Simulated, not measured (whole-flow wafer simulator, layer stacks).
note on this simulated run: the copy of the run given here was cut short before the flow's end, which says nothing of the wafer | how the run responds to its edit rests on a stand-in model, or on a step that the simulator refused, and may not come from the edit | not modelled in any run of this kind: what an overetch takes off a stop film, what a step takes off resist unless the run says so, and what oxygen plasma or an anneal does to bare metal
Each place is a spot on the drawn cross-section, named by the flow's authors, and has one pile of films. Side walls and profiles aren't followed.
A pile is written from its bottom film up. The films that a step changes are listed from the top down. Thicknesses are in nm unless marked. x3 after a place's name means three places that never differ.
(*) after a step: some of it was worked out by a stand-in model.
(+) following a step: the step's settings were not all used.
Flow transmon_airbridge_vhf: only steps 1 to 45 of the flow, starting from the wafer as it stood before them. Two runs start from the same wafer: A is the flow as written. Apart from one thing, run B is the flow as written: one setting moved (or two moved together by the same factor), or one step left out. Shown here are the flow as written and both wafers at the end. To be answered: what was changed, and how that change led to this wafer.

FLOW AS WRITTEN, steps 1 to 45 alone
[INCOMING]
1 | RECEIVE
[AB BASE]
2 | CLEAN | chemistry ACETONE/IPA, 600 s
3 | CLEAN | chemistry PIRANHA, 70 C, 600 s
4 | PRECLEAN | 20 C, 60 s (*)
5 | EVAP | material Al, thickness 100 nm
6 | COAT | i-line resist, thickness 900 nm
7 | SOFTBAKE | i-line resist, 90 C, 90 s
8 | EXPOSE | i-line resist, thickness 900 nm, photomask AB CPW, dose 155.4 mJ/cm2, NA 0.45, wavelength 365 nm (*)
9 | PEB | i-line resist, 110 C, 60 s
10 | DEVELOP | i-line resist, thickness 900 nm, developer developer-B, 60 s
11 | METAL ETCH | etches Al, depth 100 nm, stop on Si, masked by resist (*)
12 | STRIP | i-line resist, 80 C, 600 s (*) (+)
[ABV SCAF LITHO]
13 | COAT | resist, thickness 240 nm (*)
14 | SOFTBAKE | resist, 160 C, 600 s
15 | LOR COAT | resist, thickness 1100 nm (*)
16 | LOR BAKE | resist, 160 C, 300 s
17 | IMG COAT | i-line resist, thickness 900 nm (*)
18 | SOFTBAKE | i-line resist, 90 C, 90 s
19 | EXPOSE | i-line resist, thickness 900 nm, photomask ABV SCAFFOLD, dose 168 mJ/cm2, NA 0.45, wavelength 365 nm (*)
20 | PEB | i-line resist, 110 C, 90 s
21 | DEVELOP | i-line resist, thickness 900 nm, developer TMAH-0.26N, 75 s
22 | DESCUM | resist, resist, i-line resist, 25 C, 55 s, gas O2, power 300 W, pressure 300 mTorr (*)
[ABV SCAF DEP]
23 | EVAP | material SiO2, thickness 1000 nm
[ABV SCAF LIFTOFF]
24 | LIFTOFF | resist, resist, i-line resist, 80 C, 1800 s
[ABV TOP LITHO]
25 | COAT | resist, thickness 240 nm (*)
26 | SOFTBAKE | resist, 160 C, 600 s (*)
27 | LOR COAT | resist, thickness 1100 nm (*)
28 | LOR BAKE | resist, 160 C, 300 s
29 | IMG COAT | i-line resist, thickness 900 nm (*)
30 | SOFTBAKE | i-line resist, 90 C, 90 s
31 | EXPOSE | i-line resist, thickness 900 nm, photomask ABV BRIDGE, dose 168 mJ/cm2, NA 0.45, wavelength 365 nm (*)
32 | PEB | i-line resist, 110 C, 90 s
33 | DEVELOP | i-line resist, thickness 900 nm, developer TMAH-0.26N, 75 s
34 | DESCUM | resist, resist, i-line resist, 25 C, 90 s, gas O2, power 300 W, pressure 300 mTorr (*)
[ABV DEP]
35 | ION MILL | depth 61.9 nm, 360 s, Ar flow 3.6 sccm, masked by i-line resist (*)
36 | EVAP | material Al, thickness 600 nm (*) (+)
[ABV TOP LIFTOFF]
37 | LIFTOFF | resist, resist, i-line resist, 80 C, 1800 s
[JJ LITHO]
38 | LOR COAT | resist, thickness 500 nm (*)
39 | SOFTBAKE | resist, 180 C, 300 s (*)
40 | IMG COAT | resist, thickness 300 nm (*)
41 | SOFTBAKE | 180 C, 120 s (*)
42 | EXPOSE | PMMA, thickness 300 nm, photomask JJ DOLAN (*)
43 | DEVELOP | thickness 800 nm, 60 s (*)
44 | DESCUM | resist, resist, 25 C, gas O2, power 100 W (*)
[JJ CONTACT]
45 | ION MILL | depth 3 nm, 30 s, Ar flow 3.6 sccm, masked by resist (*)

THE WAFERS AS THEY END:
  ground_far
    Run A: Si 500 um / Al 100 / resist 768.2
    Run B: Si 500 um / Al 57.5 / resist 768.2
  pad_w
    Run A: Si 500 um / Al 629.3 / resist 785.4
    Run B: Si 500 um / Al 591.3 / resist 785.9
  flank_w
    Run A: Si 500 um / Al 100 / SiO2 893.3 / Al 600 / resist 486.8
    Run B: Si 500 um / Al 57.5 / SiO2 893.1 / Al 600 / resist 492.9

The reason: step 5, EVAP: thickness 57.5 nm was run, while the flow as written has thickness 100 nm.
The wafer itself shows it: ground_far has Al 57.5, and step 5 as written asks for 100 nm.

Step by step, how the change led to this:
  5 | EVAP | material Al, thickness 100 nm
      field x3, jj_line, ground_far and 12 more: A +100 Al (new film) | B +57.5 Al (new film)
  11 | METAL ETCH | etches Al, depth 100 nm, stop on Si, masked by resist (*)
      ground_far, pad_w, flank_w and 8 more: A -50 i-line resist | B -43.1 i-line resist
      field x3, jj_line, gap_w, gap_e: A -100 Al (all of it) | B -57.5 Al (all of it)
  13 | COAT | resist, thickness 240 nm (*)
      flank_w, flank_e: A +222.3 resist (new film) | B +229.3 resist (new film)
  22 | DESCUM | resist, resist, i-line resist, 25 C, 55 s, gas O2, power 300 W, pressure 300 mTorr (*)
      flank_w, flank_e: A -222.3 resist (all of it) | B -229.3 resist (all of it)
  25 | COAT | resist, thickness 240 nm (*)
      flank_w, flank_e: A +152.6 resist (new film) | B +157.4 resist (new film)
      gap_w, gap_e: A +210.7 resist (new film) | B +206.2 resist (new film)
  34 | DESCUM | resist, resist, i-line resist, 25 C, 90 s, gas O2, power 300 W, pressure 300 mTorr (*)
      flank_w, flank_e: A -152.6 resist (all of it) | B -157.4 resist (all of it)
      gap_w, gap_e: A -210.7 resist (all of it) | B -206.2 resist (all of it)
  35 | ION MILL | depth 61.9 nm, 360 s, Ar flow 3.6 sccm, masked by i-line resist (*)
      pad_w, pad_e: A -61.9 Al | B -57.5 Al (all of it), -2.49 Si
  36 | EVAP | material Al, thickness 600 nm (*) (+)
      pad_w, pad_e: A +591.2 Al | B +591.3 Al (new film)
  40 | IMG COAT | resist, thickness 300 nm (*)
      flank_w, flank_e: A +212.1 resist | B +218.7 resist
